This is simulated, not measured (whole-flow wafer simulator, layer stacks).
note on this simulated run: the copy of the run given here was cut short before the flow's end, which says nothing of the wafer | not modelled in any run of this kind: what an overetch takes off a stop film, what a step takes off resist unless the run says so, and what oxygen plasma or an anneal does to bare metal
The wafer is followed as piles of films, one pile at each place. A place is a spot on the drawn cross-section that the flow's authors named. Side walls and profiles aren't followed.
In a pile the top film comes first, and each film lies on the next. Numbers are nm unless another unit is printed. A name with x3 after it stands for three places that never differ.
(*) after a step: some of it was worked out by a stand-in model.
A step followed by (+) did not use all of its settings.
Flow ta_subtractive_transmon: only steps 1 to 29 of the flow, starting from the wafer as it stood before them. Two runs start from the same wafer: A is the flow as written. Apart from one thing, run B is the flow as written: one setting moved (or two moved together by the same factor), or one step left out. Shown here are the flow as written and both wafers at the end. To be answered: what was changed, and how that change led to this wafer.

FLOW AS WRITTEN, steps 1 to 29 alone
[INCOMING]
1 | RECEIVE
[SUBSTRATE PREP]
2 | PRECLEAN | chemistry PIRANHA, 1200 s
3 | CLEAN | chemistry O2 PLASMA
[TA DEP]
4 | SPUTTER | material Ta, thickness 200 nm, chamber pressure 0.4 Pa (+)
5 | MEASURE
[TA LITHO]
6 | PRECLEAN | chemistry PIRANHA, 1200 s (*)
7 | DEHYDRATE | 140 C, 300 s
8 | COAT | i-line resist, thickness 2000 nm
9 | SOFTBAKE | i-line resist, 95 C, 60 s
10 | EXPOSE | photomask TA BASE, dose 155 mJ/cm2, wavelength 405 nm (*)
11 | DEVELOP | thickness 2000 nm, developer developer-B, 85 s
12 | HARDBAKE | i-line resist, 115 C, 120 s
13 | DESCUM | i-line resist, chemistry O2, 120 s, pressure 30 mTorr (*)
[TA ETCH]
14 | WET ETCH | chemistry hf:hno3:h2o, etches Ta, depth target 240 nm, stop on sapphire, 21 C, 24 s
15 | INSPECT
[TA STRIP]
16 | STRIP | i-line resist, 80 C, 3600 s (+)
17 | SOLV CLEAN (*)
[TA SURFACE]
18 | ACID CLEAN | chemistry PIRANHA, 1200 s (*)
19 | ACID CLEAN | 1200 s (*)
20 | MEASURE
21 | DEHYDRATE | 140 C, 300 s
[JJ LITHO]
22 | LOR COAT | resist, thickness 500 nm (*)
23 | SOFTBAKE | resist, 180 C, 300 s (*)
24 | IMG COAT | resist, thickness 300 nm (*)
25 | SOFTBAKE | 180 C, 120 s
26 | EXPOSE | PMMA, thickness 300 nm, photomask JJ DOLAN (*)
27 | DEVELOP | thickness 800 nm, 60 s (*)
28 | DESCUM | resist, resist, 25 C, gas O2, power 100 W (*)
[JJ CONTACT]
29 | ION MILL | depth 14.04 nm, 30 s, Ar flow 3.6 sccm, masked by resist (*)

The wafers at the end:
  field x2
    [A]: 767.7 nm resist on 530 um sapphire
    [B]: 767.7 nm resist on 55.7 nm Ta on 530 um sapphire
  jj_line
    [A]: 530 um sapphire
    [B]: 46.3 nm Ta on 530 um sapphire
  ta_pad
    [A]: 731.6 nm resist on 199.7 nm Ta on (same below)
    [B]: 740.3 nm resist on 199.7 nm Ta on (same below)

Cause: step 14, WET ETCH: 14.4 s was run, while the flow as written has 24 s.

How this came from the change, step by step:
  14 | WET ETCH | chemistry hf:hno3:h2o, etches Ta, depth target 240 nm, stop on sapphire, 21 C, 24 s
      field x2, jj_line, lead: A -200 Ta (all of it) | B -144 Ta
  22 | LOR COAT | resist, thickness 500 nm (*)
      lead: A +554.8 resist (new film) | B +540.3 resist (new film)
      ta_contact: A +443.8 resist (new film) | B +458.4 resist (new film)
  27 | DEVELOP | thickness 800 nm, 60 s (*)
      lead: A -867.4 resist (all of it) | B -849.4 resist (all of it)
      ta_contact: A -731.2 resist (all of it) | B -749.5 resist (all of it)
  29 | ION MILL | depth 14.04 nm, 30 s, Ar flow 3.6 sccm, masked by resist (*)
      jj_line, lead: A -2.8 sapphire | B -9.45 Ta
Taking metal films that touch as one body, field x2 has 1 body; the flow as written gives 0 bodies.
Taking metal films that touch as one body, jj_line has 1 body; the flow as written gives 0 bodies.
